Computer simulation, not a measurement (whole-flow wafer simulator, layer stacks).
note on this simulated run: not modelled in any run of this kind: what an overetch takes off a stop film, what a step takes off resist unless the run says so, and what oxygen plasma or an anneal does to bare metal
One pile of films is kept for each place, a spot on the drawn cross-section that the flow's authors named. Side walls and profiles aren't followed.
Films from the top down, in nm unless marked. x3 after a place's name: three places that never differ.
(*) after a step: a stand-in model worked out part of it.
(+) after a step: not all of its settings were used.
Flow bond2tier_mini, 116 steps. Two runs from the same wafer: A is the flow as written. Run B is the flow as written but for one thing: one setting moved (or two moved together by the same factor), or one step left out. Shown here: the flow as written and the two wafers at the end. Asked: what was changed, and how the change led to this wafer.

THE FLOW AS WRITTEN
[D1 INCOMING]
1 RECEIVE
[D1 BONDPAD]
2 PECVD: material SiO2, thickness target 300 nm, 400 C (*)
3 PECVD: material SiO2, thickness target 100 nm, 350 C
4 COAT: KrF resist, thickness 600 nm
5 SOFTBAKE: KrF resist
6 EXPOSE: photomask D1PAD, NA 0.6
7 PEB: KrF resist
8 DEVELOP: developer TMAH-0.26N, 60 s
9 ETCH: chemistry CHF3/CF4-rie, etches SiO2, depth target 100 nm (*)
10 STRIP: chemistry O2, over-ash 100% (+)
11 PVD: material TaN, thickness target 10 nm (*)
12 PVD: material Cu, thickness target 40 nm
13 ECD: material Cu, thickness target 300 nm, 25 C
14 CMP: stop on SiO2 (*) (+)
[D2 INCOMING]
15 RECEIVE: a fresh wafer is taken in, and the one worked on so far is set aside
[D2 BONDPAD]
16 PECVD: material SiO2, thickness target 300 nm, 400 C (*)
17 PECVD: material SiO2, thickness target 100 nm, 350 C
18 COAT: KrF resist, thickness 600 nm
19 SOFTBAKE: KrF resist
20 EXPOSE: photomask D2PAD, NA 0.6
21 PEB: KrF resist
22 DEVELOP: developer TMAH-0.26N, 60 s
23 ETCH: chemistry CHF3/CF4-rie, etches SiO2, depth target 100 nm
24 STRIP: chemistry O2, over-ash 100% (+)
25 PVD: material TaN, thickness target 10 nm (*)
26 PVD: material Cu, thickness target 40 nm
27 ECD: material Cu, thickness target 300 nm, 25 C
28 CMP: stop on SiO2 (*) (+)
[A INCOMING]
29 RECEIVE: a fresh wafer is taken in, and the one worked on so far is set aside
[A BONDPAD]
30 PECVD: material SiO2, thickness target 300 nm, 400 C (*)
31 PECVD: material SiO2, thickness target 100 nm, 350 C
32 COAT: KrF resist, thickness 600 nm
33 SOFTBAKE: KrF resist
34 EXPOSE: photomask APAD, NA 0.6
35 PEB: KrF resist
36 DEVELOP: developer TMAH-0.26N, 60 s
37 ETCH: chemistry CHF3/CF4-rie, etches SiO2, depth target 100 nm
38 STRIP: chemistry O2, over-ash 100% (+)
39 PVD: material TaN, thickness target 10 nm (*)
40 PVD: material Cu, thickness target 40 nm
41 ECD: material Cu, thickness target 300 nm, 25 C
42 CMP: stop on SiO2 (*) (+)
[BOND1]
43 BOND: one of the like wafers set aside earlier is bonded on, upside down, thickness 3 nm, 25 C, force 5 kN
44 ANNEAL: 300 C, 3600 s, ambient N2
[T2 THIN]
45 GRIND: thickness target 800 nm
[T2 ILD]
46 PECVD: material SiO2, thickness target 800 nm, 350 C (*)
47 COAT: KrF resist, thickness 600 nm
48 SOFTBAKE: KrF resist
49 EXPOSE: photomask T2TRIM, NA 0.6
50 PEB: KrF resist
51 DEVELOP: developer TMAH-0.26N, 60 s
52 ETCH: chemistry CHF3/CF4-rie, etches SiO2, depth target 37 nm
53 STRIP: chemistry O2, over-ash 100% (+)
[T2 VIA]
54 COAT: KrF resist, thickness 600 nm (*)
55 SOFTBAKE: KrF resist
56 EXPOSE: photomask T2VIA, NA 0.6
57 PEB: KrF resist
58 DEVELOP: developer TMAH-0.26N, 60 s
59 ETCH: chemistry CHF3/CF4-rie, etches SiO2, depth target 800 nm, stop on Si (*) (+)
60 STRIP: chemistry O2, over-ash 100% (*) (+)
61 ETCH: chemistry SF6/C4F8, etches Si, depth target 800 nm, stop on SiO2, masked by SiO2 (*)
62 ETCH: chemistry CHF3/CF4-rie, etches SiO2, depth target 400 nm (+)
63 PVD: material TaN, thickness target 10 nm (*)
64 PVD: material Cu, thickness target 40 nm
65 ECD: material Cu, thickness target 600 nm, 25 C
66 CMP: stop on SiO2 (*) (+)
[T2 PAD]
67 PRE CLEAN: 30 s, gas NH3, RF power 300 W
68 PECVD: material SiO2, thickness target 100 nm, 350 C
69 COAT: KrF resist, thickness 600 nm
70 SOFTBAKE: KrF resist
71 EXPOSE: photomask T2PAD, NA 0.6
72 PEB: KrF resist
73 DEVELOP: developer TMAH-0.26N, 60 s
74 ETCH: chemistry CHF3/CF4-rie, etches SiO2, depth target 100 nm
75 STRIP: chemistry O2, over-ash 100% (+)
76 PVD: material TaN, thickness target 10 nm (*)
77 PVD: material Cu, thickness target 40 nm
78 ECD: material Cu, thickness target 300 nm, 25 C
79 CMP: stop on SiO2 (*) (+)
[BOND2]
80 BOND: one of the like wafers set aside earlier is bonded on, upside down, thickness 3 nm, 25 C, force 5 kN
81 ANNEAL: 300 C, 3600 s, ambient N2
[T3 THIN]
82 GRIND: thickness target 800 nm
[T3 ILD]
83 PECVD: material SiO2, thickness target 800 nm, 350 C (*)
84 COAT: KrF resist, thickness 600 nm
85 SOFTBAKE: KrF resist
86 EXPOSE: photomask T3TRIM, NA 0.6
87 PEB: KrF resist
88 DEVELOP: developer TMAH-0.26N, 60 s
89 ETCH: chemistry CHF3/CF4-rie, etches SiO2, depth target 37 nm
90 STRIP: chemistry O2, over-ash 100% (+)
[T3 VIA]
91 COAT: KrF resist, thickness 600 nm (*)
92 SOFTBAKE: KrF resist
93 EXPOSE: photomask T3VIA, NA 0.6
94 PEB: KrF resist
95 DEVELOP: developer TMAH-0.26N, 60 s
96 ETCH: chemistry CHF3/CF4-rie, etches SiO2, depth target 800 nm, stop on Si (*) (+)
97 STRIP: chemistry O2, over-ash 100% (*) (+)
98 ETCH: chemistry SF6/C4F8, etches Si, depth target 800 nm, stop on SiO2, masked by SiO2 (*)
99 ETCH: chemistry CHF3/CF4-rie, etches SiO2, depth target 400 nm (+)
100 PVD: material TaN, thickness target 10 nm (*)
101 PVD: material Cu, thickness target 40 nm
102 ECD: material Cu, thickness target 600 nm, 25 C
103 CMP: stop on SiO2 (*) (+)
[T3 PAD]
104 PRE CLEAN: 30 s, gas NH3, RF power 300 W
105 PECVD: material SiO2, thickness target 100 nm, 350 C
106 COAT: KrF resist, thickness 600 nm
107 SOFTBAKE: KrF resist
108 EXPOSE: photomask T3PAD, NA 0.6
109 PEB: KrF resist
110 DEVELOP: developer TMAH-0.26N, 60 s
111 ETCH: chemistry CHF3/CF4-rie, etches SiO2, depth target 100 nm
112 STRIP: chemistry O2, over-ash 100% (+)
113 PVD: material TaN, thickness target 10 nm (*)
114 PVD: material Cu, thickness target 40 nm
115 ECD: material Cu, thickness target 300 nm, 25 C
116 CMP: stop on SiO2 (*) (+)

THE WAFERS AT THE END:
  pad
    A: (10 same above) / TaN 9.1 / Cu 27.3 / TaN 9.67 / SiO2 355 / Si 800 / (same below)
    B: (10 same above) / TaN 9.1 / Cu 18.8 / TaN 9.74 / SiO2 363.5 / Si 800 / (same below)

The cause: step 52, ETCH: depth target 28.5 nm was run, where the flow has depth target 37 nm.

How the change led to this, step by step:
  52 ETCH: chemistry CHF3/CF4-rie, etches SiO2, depth target 37 nm
      pad, via: A SiO2 -37 | B SiO2 -28.5
      field: A KrF resist -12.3 | B KrF resist -9.5
